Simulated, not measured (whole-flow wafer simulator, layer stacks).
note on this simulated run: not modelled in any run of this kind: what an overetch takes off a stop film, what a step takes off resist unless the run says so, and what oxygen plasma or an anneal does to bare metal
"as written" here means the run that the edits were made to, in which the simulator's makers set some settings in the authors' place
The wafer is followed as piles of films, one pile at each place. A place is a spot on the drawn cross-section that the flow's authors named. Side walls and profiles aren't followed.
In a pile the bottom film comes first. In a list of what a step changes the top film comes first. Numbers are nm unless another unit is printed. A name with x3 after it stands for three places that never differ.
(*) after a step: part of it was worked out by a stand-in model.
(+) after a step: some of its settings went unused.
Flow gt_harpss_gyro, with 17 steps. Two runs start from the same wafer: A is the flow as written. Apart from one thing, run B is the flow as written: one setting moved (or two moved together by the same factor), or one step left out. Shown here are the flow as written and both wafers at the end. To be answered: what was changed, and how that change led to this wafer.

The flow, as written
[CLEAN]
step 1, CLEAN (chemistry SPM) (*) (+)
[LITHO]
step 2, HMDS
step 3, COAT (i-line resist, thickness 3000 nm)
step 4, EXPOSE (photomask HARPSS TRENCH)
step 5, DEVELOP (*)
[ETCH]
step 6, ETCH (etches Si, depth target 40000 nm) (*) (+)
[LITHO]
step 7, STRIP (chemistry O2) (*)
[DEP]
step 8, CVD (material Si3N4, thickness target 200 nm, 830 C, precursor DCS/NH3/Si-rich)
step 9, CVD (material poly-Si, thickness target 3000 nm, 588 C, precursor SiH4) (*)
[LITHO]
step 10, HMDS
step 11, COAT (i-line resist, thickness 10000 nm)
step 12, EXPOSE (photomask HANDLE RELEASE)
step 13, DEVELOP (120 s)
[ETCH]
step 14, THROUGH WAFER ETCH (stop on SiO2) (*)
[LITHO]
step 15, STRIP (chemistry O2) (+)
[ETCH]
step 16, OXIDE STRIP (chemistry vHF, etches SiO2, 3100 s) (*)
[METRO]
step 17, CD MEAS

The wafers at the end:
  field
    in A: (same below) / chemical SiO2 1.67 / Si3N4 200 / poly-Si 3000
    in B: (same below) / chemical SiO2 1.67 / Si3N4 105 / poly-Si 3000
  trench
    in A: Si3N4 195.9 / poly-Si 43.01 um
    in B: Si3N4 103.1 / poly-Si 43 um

The reason: step 8, CVD: thickness target 105 nm was run, whereas the flow has thickness target 200 nm.
The wafer lets one read it off: field has Si3N4 105, and step 8 as written asks for 200 nm.

Step by step, how the change led to this:
  step 8, CVD (material Si3N4, thickness target 200 nm, 830 C, precursor DCS/NH3/Si-rich)
      field: A Si3N4 gains 200 (new film) | B Si3N4 gains 105 (new film)
      trench: A Si3N4 gains 195.9 (new film) | B Si3N4 gains 103.1 (new film)
  step 9, CVD (material poly-Si, thickness target 3000 nm, 588 C, precursor SiH4) (*)
      trench: A poly-Si gains 43.01 um (new film) | B poly-Si gains 43 um (new film)
